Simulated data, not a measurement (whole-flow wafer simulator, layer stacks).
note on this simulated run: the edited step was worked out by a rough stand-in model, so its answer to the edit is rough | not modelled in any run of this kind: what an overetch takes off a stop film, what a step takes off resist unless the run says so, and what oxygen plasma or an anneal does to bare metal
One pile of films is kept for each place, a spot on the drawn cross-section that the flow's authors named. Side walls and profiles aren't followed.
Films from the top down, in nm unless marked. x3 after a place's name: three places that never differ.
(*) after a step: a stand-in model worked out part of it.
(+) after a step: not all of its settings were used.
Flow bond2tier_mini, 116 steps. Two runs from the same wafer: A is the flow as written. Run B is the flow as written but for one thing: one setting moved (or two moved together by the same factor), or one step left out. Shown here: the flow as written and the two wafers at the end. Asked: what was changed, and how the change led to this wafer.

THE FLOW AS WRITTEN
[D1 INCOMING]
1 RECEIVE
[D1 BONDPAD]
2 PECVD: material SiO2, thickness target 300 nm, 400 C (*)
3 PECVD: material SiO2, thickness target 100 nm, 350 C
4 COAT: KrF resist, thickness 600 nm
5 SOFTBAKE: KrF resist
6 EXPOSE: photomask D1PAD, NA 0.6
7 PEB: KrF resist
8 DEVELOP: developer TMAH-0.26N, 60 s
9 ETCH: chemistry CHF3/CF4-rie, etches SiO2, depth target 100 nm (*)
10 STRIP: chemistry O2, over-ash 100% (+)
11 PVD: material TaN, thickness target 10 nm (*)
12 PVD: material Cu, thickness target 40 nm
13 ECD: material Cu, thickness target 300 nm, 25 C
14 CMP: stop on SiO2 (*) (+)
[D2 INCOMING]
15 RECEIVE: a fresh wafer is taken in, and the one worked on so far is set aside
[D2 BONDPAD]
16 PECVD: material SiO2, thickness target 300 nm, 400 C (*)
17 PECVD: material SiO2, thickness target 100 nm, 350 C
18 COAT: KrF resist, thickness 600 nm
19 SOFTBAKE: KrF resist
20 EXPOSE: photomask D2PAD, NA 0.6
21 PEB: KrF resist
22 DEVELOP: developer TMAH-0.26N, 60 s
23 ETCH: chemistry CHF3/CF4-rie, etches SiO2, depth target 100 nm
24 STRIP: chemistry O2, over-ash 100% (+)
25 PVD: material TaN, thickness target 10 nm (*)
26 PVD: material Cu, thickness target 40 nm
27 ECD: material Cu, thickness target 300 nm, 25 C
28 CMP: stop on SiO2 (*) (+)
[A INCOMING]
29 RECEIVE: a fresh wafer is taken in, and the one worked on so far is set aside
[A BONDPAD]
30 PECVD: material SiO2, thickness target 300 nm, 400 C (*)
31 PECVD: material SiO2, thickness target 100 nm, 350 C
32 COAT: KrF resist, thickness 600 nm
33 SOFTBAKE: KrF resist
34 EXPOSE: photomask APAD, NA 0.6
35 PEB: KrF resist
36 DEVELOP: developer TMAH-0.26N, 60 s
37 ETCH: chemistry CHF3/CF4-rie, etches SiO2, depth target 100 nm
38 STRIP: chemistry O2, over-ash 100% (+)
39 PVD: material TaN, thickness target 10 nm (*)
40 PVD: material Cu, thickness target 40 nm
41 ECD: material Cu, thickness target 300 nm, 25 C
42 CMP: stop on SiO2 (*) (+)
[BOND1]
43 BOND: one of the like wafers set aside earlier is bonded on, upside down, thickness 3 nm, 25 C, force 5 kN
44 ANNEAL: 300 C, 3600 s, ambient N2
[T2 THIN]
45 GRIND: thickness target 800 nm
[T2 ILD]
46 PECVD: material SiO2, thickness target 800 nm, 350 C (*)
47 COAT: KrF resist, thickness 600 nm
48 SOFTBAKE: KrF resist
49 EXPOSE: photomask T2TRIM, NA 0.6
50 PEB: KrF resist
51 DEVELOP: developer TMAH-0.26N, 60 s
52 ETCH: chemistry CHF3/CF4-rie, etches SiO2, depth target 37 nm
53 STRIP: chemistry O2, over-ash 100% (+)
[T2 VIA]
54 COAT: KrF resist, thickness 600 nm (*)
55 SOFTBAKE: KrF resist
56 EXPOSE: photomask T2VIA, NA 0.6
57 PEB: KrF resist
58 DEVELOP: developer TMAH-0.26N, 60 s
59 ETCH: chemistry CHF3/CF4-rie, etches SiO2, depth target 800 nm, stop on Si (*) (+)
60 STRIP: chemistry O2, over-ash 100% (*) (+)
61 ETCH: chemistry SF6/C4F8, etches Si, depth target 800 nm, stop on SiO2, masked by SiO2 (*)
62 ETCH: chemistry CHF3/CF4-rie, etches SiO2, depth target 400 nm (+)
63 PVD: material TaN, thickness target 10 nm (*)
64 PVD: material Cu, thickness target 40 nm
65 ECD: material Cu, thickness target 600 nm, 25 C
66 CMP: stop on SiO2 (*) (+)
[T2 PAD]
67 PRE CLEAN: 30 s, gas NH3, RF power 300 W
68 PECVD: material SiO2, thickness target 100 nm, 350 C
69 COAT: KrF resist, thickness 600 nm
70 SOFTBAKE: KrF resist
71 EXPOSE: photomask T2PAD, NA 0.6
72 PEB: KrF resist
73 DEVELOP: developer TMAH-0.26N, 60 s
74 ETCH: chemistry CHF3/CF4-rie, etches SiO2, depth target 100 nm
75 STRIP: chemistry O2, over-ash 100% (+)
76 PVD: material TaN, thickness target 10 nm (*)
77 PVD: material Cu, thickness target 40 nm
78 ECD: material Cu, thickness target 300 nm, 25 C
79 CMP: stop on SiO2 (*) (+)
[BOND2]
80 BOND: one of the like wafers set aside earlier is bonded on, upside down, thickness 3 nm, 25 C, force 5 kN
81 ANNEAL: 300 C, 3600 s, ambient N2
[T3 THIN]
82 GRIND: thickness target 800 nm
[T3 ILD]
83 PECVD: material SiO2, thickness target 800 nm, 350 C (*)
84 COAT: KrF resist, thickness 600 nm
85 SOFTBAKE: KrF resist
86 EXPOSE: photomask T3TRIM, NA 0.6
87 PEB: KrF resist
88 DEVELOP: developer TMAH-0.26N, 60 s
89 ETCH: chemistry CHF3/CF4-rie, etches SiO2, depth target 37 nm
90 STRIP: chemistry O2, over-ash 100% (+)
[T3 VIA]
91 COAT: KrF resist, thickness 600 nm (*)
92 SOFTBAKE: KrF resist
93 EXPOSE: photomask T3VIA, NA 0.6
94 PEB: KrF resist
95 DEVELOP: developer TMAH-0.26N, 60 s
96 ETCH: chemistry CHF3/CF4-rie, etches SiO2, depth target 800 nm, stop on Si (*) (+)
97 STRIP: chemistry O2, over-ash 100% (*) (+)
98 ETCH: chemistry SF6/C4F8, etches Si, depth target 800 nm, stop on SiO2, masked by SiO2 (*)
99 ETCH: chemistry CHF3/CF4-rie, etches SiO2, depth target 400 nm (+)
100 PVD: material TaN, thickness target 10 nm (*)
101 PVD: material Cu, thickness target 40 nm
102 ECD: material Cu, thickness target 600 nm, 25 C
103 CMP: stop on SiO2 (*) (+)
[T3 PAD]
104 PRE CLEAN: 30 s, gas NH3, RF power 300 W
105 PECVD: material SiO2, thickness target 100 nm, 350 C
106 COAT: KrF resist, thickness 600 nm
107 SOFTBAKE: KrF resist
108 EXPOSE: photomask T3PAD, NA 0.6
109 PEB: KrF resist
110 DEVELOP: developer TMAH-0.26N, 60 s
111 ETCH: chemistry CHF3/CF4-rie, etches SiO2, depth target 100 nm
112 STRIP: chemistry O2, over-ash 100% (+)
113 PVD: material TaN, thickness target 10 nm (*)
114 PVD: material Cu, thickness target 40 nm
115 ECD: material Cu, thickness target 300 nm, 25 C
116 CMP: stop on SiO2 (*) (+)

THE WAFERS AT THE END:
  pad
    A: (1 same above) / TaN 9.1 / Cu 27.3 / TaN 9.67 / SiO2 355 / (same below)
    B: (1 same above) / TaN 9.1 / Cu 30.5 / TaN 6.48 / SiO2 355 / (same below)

The cause: step 100, PVD: thickness target 6.7 nm was run, where the flow has thickness target 10 nm.

How the change led to this, step by step:
  100 PVD: material TaN, thickness target 10 nm (*)
      field: A TaN +10 (new film) | B TaN +6.7 (new film)
      pad: A TaN +9.67 (new film) | B TaN +6.48 (new film)
  103 CMP: stop on SiO2 (*) (+)
      field: A Cu -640 (all of it), TaN -10 (all of it) | B Cu -640 (all of it), TaN -6.7 (all of it)
